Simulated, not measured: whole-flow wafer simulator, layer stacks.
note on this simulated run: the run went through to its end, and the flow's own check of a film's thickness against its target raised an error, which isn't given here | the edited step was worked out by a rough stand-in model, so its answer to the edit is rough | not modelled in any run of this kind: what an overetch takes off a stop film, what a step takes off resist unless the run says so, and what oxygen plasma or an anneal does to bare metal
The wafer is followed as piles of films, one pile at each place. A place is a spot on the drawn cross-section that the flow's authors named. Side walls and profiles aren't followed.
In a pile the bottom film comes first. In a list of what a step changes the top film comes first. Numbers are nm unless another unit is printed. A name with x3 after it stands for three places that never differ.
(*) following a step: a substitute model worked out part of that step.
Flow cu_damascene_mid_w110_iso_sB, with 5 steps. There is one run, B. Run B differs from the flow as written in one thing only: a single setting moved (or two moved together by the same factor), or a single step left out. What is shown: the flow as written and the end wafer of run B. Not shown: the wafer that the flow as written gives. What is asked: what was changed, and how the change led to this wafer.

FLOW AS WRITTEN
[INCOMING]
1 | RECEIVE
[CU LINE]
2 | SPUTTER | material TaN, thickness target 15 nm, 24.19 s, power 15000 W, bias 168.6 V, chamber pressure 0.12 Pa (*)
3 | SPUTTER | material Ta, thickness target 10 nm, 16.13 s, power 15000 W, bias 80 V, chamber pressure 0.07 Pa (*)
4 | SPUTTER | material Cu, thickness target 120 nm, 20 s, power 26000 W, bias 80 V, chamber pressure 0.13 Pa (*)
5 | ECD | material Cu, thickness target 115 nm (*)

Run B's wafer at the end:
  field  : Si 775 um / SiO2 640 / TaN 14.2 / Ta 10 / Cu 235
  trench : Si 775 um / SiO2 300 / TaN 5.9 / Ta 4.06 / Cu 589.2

Cause: step 2, SPUTTER: thickness target 14.2 nm was run, whereas the flow has thickness target 15 nm; step 2, SPUTTER: 22.98 s was run, where the flow has 24.19 s.
One can read it off the wafer: field has TaN 14.2, and step 2 as written asks for 15 nm.

Step by step, how the change led to this:
  2 | SPUTTER | material TaN, thickness target 15 nm, 24.19 s, power 15000 W, bias 168.6 V, chamber pressure 0.12 Pa (*)
      field: +14.2 TaN (new film) (as written it would have been: +15 TaN (new film))
